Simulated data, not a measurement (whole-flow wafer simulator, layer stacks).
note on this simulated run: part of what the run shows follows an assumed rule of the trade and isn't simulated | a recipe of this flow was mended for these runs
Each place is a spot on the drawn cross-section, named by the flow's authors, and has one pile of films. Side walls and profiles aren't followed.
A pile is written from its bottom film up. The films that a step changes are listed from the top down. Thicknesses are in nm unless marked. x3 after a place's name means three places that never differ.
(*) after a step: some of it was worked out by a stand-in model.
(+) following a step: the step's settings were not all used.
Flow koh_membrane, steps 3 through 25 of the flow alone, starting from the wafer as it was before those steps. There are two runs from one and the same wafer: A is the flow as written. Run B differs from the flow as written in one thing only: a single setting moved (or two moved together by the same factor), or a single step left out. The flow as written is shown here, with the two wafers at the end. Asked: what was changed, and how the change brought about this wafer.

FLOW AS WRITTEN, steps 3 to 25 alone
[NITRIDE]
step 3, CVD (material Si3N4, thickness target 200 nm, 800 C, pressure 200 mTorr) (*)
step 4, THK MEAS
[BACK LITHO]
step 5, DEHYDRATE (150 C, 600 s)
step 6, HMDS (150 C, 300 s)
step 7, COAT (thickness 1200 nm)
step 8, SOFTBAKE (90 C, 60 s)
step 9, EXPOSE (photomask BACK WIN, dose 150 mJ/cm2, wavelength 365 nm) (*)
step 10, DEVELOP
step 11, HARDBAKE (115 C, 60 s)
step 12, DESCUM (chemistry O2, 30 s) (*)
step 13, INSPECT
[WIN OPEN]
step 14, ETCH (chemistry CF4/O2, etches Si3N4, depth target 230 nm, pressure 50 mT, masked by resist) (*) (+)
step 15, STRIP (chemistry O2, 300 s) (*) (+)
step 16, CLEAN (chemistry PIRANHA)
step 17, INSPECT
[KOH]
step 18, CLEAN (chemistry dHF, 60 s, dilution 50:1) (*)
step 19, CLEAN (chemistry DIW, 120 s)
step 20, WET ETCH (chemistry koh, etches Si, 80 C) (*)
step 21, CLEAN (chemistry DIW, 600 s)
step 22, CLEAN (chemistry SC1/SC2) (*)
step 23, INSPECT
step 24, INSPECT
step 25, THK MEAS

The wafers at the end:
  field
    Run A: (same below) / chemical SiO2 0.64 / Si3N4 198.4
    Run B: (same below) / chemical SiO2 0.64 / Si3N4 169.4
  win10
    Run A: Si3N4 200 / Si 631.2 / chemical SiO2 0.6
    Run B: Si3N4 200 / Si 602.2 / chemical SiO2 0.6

What caused this: step 3, CVD: thickness target 171 nm was run, while the flow as written has thickness target 200 nm.

Step by step, how the change led to this:
  step 3, CVD (material Si3N4, thickness target 200 nm, 800 C, pressure 200 mTorr) (*)
      field, win20 x4, win10: A Si3N4 gains 200 (new film) | B Si3N4 gains 171 (new film)
  step 14, ETCH (chemistry CF4/O2, etches Si3N4, depth target 230 nm, pressure 50 mT, masked by resist) (*) (+)
      win20 x4, win10: A Si3N4 loses 200 (all of it), chemical SiO2 loses 0.64 (all of it), Si loses 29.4 | B Si3N4 loses 171 (all of it), chemical SiO2 loses 0.64 (all of it), Si loses 58.4
